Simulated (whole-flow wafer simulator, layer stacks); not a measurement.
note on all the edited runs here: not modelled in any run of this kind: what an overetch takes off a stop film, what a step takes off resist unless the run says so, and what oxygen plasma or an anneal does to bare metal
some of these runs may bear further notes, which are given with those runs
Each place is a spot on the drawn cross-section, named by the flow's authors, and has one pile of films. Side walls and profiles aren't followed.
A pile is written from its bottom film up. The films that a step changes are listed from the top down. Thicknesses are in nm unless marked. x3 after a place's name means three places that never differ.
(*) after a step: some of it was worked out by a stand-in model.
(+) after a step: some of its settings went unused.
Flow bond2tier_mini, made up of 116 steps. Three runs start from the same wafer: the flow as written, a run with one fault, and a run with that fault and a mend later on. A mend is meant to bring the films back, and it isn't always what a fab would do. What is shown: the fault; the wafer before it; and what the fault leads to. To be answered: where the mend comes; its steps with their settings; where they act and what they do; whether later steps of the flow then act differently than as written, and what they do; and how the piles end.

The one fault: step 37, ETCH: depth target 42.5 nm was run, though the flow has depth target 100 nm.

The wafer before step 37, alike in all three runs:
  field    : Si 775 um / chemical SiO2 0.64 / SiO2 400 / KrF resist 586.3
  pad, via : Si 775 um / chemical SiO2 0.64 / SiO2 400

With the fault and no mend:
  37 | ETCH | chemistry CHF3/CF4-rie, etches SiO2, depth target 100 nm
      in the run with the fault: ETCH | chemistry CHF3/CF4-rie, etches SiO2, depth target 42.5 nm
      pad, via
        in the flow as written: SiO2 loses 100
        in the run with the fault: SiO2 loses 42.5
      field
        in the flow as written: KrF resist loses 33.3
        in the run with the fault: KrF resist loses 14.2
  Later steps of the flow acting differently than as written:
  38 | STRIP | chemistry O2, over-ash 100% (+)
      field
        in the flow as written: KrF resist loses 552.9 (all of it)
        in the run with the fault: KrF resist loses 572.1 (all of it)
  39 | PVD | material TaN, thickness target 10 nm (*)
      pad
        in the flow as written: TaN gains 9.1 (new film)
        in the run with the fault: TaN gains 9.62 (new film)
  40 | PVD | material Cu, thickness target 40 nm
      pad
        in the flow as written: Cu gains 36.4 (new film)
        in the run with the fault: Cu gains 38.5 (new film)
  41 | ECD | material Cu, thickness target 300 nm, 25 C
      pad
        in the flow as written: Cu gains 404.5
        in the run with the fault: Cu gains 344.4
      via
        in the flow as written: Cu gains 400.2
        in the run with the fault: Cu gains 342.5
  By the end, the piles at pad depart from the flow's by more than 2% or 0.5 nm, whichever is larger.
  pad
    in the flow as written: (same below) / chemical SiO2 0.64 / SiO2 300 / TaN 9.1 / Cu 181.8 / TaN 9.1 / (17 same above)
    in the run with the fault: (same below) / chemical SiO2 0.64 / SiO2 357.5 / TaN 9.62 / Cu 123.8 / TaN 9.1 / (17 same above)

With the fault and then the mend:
  The mend stands after step 38.
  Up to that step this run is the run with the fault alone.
  38a | COAT | KrF resist, thickness 600 nm (*) (the flow's step 32 again)
      field
        KrF resist gains 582 (new film)
      pad
        KrF resist gains 618.8 (new film)
      via
        KrF resist gains 616.5 (new film)
  38b | SOFTBAKE | KrF resist (the flow's step 33 again)
      does not change any film at any place that is followed
  38c | EXPOSE | photomask APAD, NA 0.6 (the flow's step 34 again)
      does not change any film at any place that is followed
  38d | PEB | KrF resist (the flow's step 35 again)
      does not change any film at any place that is followed
  38e | DEVELOP | developer TMAH-0.26N, 60 s (the flow's step 36 again)
      field
        KrF resist loses 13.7
      pad
        KrF resist loses 618.8 (all of it)
      via
        KrF resist loses 616.5 (all of it)
  38f | ETCH | chemistry CHF3/CF4-rie, etches SiO2, depth target 57.5 nm (the flow's step 37 again, with other settings)
      pad, via
        SiO2 loses 57.5
      field
        KrF resist loses 19.2
  38g | STRIP | chemistry O2, over-ash 100% (+) (the flow's step 38 again)
      field
        KrF resist loses 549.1 (all of it)
  Every later step of the flow that is run acts as written at every place that is followed.
  At every place that both follow, the piles at the end match the flow's.
